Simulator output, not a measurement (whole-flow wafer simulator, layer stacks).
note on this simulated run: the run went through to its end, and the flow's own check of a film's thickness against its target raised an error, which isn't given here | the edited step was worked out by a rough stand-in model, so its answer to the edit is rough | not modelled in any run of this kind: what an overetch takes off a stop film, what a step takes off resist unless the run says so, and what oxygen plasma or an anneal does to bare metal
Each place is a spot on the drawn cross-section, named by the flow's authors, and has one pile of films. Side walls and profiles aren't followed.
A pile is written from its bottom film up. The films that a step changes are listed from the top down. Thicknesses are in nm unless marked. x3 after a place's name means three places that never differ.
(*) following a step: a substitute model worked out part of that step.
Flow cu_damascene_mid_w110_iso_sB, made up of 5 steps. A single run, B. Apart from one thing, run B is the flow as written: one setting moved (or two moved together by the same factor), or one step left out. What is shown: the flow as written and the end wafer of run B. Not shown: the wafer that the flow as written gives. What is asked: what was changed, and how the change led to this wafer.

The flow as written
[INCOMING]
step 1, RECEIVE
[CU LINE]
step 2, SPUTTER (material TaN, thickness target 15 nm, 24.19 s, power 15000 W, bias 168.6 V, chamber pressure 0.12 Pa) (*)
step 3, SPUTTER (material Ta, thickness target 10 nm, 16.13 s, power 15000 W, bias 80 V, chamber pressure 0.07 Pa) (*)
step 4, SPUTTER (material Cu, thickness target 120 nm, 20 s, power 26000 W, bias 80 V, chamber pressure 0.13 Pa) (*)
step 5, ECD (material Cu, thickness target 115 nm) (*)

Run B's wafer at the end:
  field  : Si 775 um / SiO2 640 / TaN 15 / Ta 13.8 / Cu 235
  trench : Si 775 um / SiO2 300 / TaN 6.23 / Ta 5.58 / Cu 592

Cause: step 3, SPUTTER: thickness target 13.8 nm was run, though the flow has thickness target 10 nm; step 3, SPUTTER: 22.18 s was run, where the flow has 16.13 s.
The wafer lets one read it off: field has Ta 13.8, and step 3 as written asks for 10 nm.

How this came from the change, step by step:
  step 3, SPUTTER (material Ta, thickness target 10 nm, 16.13 s, power 15000 W, bias 80 V, chamber pressure 0.07 Pa) (*)
      field: +13.8 Ta (new film) (it would be, as written: +10 Ta (new film))
      trench: +5.58 Ta (new film) (it would be, as written: +4.05 Ta (new film))
